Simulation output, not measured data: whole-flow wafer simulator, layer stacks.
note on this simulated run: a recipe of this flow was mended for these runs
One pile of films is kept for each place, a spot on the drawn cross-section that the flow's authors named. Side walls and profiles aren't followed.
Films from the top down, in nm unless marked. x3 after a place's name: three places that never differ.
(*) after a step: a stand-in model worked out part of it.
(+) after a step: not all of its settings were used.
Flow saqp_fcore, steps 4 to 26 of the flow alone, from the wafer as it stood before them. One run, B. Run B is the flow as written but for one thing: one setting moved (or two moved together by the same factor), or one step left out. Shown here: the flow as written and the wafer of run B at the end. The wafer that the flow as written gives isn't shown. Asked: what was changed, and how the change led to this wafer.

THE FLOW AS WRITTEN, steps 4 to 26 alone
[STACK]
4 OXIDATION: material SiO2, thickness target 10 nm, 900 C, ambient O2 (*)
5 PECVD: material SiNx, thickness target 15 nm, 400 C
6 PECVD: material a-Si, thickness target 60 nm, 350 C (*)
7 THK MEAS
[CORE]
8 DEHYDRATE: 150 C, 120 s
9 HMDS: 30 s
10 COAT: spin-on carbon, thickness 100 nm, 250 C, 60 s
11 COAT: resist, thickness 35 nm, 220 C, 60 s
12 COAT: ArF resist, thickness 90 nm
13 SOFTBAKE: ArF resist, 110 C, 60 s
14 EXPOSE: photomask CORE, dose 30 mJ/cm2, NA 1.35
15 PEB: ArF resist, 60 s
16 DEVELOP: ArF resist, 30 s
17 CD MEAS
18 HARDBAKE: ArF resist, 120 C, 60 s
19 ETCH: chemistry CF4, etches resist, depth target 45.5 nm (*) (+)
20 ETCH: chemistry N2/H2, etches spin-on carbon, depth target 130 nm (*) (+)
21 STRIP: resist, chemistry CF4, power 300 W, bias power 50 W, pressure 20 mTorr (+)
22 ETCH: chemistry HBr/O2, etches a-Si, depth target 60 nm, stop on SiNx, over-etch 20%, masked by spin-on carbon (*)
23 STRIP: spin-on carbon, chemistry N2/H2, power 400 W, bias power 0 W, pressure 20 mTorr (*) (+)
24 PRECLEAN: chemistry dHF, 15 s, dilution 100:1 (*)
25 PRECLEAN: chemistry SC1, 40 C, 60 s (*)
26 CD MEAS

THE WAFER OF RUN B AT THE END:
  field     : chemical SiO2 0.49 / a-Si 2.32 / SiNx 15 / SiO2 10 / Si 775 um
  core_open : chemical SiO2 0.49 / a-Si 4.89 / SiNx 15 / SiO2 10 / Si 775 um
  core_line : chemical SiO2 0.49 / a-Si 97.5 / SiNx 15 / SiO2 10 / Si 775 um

The cause: step 6, PECVD: thickness target 98.2 nm was run, where the flow has thickness target 60 nm.

How the change led to this, step by step:
  6 PECVD: material a-Si, thickness target 60 nm, 350 C (*)
      field, core_open, core_line: a-Si +98.2 (new film) (as written it would be: a-Si +60 (new film))
  22 ETCH: chemistry HBr/O2, etches a-Si, depth target 60 nm, stop on SiNx, over-etch 20%, masked by spin-on carbon (*)
      field: a-Si -72 (as written it would be: a-Si -36.8 (all of it), SiNx -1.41)
      core_open: a-Si -72 (as written it would be: a-Si -39.4 (all of it), SiNx -1.3)
      (and at 1 more place)
  23 STRIP: spin-on carbon, chemistry N2/H2, power 400 W, bias power 0 W, pressure 20 mTorr (*) (+)
      core_line: spin-on carbon -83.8 (all of it) (as written it would be: spin-on carbon -88.8 (all of it))
  24 PRECLEAN: chemistry dHF, 15 s, dilution 100:1 (*)
      field, core_open: nothing (as written it would be: SiNx -1.31)
  25 PRECLEAN: chemistry SC1, 40 C, 60 s (*)
      field, core_open: chemical SiO2 +0.49 (new film), a-Si -0.7 (as written it would be: nothing)
